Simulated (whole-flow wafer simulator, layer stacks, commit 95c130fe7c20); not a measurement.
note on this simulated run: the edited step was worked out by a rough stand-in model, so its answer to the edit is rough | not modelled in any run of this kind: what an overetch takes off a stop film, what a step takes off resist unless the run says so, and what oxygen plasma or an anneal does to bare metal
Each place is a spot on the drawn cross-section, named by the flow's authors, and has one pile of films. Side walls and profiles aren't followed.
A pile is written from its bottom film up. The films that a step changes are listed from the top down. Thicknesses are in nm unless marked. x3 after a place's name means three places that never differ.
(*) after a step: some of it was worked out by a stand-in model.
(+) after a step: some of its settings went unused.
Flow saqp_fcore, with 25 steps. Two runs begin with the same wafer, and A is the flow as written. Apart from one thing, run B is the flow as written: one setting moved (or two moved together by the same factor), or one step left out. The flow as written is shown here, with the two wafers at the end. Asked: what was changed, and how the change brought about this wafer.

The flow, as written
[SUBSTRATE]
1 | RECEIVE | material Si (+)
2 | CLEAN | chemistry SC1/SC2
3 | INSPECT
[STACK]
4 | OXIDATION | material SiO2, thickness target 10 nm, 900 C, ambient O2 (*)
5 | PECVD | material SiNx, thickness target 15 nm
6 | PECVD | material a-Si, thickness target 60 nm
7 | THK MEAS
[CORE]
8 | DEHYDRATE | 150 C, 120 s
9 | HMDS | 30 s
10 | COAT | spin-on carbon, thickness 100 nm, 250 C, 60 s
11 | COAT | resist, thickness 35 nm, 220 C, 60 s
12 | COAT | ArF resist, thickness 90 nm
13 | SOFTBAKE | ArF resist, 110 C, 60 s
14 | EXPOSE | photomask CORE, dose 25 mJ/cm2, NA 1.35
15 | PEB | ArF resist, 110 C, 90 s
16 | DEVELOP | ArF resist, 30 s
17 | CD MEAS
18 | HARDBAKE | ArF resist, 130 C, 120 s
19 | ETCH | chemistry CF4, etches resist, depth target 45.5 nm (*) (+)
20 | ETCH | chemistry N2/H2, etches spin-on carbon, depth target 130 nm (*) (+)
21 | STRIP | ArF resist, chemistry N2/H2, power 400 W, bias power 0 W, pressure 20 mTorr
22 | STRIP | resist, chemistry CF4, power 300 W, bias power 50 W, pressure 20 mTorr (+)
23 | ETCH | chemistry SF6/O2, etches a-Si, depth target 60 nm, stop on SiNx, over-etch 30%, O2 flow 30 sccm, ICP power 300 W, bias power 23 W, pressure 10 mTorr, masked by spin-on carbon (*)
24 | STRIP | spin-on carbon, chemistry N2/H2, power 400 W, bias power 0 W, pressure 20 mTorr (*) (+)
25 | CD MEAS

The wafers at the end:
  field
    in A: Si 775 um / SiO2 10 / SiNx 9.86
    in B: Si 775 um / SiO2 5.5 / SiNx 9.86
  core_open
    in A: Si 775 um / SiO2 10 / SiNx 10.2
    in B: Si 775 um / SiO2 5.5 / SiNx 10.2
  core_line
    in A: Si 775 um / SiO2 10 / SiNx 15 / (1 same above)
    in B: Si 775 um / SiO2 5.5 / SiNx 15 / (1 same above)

Cause: step 4, OXIDATION: thickness target 5.5 nm was run, though the flow has thickness target 10 nm.
The wafer lets one read it off: field has SiO2 5.5, and step 4 as written asks for 10 nm.

Step by step, how the change led to this:
  4 | OXIDATION | material SiO2, thickness target 10 nm, 900 C, ambient O2 (*)
      field, core_open, core_line: A SiO2 gains 10 (new film), chemical SiO2 loses 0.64 (all of it), Si loses 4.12 | B SiO2 gains 5.5 (new film), chemical SiO2 loses 0.64 (all of it), Si loses 2.14
